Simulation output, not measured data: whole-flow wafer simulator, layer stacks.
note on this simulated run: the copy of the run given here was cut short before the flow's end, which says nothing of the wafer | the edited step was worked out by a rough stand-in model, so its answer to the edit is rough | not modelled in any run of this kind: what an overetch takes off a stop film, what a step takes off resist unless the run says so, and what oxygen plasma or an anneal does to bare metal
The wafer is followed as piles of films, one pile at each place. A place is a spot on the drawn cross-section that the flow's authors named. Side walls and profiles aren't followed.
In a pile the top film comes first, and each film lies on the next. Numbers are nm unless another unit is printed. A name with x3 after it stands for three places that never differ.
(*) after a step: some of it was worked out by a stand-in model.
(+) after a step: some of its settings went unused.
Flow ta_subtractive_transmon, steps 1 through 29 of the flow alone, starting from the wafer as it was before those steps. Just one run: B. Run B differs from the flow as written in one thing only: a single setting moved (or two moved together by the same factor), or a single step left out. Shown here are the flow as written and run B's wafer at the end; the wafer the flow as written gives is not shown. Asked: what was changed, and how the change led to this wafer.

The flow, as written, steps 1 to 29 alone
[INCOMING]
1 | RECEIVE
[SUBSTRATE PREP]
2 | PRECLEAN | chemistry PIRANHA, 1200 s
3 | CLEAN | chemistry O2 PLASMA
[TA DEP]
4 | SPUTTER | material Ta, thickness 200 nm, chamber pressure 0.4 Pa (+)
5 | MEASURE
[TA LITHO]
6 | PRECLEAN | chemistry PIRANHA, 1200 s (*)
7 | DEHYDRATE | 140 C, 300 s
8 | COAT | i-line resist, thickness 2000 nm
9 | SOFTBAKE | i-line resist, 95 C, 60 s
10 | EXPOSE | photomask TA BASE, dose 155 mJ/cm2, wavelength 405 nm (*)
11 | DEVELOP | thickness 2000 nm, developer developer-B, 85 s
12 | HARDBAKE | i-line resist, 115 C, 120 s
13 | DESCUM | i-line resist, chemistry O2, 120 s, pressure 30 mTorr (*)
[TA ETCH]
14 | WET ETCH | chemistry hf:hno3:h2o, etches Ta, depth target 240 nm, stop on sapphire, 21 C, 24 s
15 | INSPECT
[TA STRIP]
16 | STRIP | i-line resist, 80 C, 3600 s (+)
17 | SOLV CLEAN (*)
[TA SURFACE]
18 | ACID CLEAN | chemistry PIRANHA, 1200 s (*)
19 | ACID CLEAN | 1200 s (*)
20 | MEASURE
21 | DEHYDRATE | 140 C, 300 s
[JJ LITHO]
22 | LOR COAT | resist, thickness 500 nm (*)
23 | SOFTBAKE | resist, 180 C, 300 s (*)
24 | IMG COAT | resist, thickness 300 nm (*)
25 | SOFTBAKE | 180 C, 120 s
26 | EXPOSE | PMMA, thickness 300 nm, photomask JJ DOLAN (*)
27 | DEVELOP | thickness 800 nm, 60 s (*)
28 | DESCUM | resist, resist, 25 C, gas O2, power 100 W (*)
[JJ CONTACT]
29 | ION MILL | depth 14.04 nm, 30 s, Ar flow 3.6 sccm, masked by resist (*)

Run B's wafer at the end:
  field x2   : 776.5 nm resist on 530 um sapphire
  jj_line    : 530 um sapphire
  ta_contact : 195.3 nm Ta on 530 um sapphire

Cause: step 29, ION MILL: 14.2 s was run, though the flow has 30 s.

Step by step, how the change led to this:
  29 | ION MILL | depth 14.04 nm, 30 s, Ar flow 3.6 sccm, masked by resist (*)
      field x2, ta_pad: -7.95 resist (it would be, as written: -16.8 resist)
      jj_line, lead: -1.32 sapphire (it would be, as written: -2.8 sapphire)
      (and at 1 other place as well)
